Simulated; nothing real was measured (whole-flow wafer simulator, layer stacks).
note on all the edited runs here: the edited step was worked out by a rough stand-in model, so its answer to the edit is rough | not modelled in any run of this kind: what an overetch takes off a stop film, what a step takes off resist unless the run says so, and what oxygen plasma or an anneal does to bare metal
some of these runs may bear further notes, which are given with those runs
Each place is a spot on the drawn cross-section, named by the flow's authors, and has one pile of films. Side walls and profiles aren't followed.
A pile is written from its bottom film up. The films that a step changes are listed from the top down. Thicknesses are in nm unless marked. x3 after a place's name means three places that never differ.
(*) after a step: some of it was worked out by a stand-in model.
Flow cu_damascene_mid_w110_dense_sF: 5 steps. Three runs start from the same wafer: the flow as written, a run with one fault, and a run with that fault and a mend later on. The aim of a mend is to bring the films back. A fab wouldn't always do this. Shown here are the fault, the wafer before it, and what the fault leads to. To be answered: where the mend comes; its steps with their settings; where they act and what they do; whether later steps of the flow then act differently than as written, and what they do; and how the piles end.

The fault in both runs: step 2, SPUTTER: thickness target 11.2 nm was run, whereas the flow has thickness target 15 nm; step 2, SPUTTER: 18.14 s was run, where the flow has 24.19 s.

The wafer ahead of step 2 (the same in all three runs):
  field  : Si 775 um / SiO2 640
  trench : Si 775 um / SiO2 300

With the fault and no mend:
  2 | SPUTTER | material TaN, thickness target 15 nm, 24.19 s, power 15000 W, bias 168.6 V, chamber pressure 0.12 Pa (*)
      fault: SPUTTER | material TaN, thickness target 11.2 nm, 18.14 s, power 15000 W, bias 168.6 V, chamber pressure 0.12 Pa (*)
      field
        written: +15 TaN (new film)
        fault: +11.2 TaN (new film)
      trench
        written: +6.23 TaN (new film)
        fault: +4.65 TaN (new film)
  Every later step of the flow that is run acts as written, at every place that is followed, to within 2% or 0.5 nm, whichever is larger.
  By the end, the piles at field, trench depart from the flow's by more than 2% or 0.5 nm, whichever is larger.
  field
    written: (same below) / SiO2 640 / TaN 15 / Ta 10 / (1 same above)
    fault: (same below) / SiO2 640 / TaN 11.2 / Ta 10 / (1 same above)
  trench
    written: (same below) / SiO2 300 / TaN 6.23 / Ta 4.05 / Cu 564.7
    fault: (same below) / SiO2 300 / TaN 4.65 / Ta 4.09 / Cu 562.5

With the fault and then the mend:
  After step 2 comes the mend.
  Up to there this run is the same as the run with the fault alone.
  2a | SPUTTER | material TaN, thickness target 3.8 nm, 6.128 s, power 15000 W, bias 168.6 V, chamber pressure 0.12 Pa (*) (the flow's step 2, run once more with other settings)
      field
        +3.8 TaN
      trench
        +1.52 TaN
  Every later step of the flow that is run acts as written, at every place that is followed, to within 2% or 0.5 nm, whichever is larger.
  At the end the piles are close to the flow's at the places that both follow, differing by at most 2% or 0.5 nm, whichever is larger.
